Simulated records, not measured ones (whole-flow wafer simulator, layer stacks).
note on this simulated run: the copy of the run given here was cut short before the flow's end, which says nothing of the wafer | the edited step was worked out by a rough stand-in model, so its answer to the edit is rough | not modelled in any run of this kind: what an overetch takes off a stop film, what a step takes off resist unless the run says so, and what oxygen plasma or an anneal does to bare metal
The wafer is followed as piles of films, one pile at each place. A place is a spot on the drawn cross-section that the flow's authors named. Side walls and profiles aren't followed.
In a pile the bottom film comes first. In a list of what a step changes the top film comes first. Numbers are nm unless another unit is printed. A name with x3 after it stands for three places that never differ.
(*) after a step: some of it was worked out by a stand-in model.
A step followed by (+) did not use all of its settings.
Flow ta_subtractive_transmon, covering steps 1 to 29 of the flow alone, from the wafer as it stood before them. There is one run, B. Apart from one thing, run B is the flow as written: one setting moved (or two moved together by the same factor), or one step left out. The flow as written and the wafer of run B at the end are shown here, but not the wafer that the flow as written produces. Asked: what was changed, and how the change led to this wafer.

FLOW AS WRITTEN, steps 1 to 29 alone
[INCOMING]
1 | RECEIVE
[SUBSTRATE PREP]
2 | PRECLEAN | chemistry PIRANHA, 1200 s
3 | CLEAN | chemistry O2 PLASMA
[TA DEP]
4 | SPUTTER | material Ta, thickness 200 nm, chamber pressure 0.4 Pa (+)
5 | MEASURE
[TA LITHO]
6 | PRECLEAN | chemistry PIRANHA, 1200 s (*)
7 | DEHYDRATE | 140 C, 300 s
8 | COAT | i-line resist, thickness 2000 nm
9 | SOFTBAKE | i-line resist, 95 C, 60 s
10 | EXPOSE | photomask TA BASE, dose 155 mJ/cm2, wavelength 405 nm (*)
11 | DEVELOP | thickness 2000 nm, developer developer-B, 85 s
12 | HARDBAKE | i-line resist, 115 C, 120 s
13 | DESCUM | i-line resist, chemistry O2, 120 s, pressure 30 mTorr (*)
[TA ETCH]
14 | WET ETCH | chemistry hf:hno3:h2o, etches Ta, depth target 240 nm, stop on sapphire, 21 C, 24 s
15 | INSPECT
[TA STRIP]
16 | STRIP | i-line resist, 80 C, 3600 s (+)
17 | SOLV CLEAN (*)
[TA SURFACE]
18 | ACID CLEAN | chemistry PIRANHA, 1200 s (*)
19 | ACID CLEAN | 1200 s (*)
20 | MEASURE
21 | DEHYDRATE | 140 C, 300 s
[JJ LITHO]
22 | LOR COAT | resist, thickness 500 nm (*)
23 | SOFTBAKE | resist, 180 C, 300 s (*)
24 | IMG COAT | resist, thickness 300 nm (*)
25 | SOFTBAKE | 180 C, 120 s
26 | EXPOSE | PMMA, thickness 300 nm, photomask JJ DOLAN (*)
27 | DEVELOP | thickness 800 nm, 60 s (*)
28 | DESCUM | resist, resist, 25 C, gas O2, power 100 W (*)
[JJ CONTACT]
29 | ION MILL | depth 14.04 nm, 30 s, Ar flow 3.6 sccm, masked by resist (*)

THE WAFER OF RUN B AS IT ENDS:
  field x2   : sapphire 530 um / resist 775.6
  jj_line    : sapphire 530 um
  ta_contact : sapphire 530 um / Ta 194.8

What caused this: step 29, ION MILL: depth 7.369 nm was run, whereas the flow has depth 14.04 nm; step 29, ION MILL: 15.8 s was run, where the flow has 30 s.

Step by step, how the change led to this:
  29 | ION MILL | depth 14.04 nm, 30 s, Ar flow 3.6 sccm, masked by resist (*)
      field x2, ta_pad: resist loses 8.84 (it would be, as written: resist loses 16.8)
      jj_line, lead: sapphire loses 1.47 (it would be, as written: sapphire loses 2.8)
      (also at 1 further place)
